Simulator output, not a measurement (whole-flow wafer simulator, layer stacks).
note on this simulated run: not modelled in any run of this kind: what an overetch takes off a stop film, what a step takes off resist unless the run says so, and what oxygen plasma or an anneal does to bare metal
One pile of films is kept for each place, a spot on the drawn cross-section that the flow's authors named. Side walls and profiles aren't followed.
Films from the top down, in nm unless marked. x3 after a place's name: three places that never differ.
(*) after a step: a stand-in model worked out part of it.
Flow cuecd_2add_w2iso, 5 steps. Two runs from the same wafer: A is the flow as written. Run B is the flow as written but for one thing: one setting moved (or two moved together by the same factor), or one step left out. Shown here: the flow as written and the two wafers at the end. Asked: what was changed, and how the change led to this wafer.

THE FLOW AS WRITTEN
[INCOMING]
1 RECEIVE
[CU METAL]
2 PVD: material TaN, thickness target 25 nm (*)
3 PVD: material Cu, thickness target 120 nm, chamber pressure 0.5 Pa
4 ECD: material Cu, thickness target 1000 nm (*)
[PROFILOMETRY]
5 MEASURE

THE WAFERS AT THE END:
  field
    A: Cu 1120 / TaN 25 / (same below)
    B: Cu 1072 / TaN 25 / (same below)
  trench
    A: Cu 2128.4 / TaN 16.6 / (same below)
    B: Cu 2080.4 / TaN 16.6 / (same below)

The cause: step 3, PVD: thickness target 72 nm was run, where the flow has thickness target 120 nm.

How the change led to this, step by step:
  3 PVD: material Cu, thickness target 120 nm, chamber pressure 0.5 Pa
      field: A Cu +120 (new film) | B Cu +72 (new film)
      trench: A Cu +80.8 (new film) | B Cu +48.6 (new film)
